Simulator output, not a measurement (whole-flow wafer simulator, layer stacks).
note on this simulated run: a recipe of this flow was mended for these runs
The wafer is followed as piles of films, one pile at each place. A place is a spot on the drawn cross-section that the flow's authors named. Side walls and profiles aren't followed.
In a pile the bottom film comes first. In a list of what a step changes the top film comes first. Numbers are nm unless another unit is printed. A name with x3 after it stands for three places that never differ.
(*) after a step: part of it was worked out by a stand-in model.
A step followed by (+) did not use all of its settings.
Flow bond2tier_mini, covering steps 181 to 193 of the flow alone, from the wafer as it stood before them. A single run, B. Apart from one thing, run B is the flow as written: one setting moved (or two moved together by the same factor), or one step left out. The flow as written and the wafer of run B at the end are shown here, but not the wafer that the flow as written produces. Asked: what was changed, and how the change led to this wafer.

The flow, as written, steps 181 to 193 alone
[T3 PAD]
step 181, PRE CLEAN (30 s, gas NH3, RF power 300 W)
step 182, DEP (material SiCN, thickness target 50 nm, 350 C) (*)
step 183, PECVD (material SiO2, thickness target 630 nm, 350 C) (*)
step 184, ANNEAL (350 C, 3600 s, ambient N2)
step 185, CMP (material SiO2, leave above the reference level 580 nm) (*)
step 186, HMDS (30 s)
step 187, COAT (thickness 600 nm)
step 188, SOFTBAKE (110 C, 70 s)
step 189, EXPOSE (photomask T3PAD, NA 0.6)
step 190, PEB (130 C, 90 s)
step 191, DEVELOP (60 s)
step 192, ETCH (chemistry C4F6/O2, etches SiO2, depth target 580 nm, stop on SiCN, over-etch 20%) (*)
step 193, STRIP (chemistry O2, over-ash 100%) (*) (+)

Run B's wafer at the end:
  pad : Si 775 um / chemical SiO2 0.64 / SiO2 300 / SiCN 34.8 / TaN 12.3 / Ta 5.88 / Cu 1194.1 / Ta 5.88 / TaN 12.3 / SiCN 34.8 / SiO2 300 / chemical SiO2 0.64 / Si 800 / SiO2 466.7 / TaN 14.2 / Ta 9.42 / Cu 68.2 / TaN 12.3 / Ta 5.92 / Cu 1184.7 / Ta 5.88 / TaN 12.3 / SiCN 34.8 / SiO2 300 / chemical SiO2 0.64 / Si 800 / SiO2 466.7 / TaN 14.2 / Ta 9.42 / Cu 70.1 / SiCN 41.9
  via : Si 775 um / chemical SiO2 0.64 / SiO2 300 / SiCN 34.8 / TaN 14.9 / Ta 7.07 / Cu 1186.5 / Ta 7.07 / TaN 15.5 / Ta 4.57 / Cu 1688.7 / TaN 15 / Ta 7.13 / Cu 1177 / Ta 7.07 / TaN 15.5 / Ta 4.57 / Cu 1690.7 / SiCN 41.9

What caused this: step 192, ETCH: over-etch 8.25% was run, whereas the flow has over-etch 20%.

Step by step, how the change led to this:
  step 192, ETCH (chemistry C4F6/O2, etches SiO2, depth target 580 nm, stop on SiCN, over-etch 20%) (*)
      pad, via: -580 SiO2 (all of it), -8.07 SiCN (as written it would have been: -580 SiO2 (all of it), -19.6 SiCN)
      field: -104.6 thick-KrF-resist (as written it would have been: -116 thick-KrF-resist)
  step 193, STRIP (chemistry O2, over-ash 100%) (*) (+)
      field: -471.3 thick-KrF-resist (all of it) (as written it would have been: -459.9 thick-KrF-resist (all of it))
